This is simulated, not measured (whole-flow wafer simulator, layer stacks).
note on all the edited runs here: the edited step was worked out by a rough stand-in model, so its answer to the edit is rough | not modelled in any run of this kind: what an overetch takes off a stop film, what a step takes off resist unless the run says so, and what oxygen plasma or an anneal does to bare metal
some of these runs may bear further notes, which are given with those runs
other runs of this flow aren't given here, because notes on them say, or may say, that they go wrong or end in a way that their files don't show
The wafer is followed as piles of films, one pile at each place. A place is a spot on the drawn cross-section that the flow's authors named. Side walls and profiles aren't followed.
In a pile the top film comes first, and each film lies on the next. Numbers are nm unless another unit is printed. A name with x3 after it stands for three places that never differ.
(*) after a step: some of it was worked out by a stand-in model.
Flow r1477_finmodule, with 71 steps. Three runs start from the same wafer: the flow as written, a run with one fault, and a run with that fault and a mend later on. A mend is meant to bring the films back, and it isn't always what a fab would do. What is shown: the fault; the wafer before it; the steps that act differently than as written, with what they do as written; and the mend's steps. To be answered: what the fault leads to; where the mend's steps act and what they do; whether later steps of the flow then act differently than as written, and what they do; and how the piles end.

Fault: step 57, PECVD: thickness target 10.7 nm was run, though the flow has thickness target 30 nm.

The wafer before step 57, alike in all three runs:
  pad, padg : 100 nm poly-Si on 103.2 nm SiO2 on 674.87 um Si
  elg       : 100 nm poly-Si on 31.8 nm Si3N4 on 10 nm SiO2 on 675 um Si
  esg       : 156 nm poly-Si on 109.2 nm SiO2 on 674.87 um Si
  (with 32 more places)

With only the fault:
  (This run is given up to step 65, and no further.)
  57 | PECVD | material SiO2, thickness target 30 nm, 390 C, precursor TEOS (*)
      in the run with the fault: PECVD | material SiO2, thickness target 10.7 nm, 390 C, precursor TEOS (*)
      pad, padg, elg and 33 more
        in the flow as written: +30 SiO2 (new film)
        in the run with the fault: +10.7 SiO2 (new film)
  Later steps of the flow up to step 65 that are run all act as written at every place that is followed, up to a difference of at most 2% or 0.5 nm, whichever is larger.
  The piles after step 65 differ from the flow's at pad, padg, elg and 33 more by more than 2% or 0.5 nm, whichever is larger.
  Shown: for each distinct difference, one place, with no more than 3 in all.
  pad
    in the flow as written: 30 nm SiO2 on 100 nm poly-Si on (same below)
    in the run with the fault: 10.7 nm SiO2 on 100 nm poly-Si on (same below)
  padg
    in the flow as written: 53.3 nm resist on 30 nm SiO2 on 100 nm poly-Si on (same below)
    in the run with the fault: 53.3 nm resist on 10.7 nm SiO2 on 100 nm poly-Si on (same below)
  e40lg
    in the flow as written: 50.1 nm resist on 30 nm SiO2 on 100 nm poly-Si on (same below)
    in the run with the fault: 50.1 nm resist on 10.7 nm SiO2 on 100 nm poly-Si on (same below)

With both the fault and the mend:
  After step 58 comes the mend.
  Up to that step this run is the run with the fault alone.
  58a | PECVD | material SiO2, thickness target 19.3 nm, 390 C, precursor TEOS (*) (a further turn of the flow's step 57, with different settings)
      pad, padg, elg and 33 more
        +19.3 SiO2
  Later steps of the flow that are run all act as written at every place that is followed.
  At every place that both follow, the piles at the end match the flow's.
